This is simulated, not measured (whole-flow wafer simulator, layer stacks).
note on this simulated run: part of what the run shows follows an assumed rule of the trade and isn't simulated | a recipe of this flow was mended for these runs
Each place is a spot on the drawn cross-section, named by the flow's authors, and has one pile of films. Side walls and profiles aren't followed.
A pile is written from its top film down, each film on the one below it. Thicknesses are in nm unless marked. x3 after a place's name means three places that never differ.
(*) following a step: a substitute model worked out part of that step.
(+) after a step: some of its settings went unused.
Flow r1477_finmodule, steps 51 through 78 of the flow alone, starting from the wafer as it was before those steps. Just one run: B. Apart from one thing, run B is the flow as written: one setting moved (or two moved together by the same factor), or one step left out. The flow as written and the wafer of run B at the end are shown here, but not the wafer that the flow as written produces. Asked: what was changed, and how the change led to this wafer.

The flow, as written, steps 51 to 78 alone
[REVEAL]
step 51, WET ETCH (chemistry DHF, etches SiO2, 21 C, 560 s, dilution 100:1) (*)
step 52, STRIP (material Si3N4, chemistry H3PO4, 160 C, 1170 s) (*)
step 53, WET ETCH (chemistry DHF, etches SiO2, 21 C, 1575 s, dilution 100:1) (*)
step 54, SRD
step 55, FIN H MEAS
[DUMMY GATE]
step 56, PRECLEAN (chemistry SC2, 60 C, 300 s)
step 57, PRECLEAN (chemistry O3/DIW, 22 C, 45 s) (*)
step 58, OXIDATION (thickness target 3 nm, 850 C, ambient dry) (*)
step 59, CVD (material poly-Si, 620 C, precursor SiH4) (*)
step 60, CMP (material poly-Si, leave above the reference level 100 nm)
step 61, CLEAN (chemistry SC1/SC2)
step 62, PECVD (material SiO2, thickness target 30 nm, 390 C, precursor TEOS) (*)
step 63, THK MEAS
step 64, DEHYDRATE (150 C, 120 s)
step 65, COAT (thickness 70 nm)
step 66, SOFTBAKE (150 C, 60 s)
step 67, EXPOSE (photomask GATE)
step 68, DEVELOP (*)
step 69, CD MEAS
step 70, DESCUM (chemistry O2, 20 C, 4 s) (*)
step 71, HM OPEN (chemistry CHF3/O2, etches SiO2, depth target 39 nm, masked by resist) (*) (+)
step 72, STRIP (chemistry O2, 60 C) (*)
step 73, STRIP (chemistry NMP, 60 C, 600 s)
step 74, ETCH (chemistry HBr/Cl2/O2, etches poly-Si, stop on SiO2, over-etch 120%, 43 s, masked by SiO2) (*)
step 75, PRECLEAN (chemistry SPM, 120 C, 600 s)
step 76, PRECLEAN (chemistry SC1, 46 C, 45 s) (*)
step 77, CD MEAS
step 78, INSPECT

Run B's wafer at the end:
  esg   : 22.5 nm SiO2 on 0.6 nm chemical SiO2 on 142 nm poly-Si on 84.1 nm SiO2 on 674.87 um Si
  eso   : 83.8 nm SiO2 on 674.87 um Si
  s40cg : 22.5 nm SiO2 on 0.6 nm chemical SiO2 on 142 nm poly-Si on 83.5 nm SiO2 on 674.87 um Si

What caused this: step 53, WET ETCH: 19.7 C was run, though the flow has 21 C.

How this came from the change, step by step:
  step 53, WET ETCH (chemistry DHF, etches SiO2, 21 C, 1575 s, dilution 100:1) (*)
      esg, e40sg, e100sg and 17 more: -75 SiO2 (as written it would have been: -79.1 SiO2)
      pad, padg: -81.2 SiO2 (as written it would have been: -85.7 SiO2)
  step 60, CMP (material poly-Si, leave above the reference level 100 nm)
      pad, padg: -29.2 poly-Si (as written it would have been: -24.8 poly-Si)
  step 74, ETCH (chemistry HBr/Cl2/O2, etches poly-Si, stop on SiO2, over-etch 120%, 43 s, masked by SiO2) (*)
      eso, e40so, e100so and 7 more: -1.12 chemical SiO2 (all of it), -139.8 poly-Si (all of it), -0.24 SiO2 (as written it would have been: -1.12 chemical SiO2 (all of it), -143.9 poly-Si (all of it), -0.22 SiO2)
      pad: -1.12 chemical SiO2 (all of it), -148.4 poly-Si (all of it), -0.19 SiO2 (as written it would have been: -1.12 chemical SiO2 (all of it), -152.8 poly-Si (all of it), -0.17 SiO2)
